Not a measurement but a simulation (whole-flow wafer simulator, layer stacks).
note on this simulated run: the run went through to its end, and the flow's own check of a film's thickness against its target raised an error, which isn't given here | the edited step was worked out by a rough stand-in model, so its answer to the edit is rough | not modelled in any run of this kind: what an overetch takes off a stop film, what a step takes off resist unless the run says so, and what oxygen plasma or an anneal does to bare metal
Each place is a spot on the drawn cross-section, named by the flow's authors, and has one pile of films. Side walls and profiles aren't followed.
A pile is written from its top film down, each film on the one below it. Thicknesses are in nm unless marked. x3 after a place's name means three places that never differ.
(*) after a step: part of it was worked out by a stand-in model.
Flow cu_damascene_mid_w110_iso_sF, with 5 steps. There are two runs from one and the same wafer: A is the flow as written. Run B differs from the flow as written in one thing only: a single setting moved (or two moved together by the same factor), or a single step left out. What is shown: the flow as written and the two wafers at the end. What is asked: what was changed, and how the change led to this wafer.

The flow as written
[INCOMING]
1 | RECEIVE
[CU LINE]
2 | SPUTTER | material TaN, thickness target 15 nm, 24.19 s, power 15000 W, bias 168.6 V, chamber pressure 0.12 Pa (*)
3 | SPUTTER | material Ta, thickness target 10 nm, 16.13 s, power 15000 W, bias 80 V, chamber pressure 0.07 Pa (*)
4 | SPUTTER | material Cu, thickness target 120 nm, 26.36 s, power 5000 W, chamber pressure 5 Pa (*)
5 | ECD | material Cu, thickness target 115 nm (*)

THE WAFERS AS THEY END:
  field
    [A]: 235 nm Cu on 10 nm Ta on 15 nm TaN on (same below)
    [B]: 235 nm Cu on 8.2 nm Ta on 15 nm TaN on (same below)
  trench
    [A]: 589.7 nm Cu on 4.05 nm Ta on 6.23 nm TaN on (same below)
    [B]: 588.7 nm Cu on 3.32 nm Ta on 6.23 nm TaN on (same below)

The reason: step 3, SPUTTER: thickness target 8.2 nm was run, whereas the flow has thickness target 10 nm; step 3, SPUTTER: 13.31 s was run, where the flow has 16.13 s.
The wafer lets one read it off: field has Ta 8.2, and step 3 as written asks for 10 nm.

The path from the change to this, step by step:
  3 | SPUTTER | material Ta, thickness target 10 nm, 16.13 s, power 15000 W, bias 80 V, chamber pressure 0.07 Pa (*)
      field: A Ta gains 10 (new film) | B Ta gains 8.2 (new film)
      trench: A Ta gains 4.05 (new film) | B Ta gains 3.32 (new film)
